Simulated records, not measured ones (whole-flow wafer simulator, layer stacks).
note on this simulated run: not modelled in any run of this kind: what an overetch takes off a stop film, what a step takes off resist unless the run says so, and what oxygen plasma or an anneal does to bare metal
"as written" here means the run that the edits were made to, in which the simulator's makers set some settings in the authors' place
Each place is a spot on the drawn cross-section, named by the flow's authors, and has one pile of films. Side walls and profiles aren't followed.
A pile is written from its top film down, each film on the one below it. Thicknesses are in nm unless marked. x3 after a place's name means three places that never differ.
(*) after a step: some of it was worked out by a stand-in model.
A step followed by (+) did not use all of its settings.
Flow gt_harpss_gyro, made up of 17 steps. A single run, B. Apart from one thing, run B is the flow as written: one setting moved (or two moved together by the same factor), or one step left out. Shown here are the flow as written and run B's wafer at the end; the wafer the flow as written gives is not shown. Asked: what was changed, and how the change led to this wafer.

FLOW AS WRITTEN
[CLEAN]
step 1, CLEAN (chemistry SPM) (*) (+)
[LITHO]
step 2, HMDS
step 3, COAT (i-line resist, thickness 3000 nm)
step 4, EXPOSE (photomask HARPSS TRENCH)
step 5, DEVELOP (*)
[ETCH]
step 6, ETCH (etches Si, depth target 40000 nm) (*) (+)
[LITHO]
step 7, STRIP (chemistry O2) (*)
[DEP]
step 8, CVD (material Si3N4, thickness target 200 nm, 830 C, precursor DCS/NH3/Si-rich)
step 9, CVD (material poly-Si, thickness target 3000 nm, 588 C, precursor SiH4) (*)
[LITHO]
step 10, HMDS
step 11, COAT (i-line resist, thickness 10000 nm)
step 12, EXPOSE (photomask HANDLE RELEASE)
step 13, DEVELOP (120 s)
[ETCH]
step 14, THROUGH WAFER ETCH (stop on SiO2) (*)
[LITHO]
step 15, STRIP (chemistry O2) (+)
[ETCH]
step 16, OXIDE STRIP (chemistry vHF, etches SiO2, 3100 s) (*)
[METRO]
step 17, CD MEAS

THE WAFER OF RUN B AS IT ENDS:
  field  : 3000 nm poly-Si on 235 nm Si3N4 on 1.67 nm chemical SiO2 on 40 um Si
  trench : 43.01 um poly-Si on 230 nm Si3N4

What caused this: step 8, CVD: thickness target 235 nm was run, while the flow as written has thickness target 200 nm.
The wafer itself shows it: field has Si3N4 235, and step 8 as written asks for 200 nm.

How this came from the change, step by step:
  step 8, CVD (material Si3N4, thickness target 200 nm, 830 C, precursor DCS/NH3/Si-rich)
      field: Si3N4 gains 235 (new film) (as written it would have been: Si3N4 gains 200 (new film))
      trench: Si3N4 gains 230 (new film) (as written it would have been: Si3N4 gains 195.9 (new film))
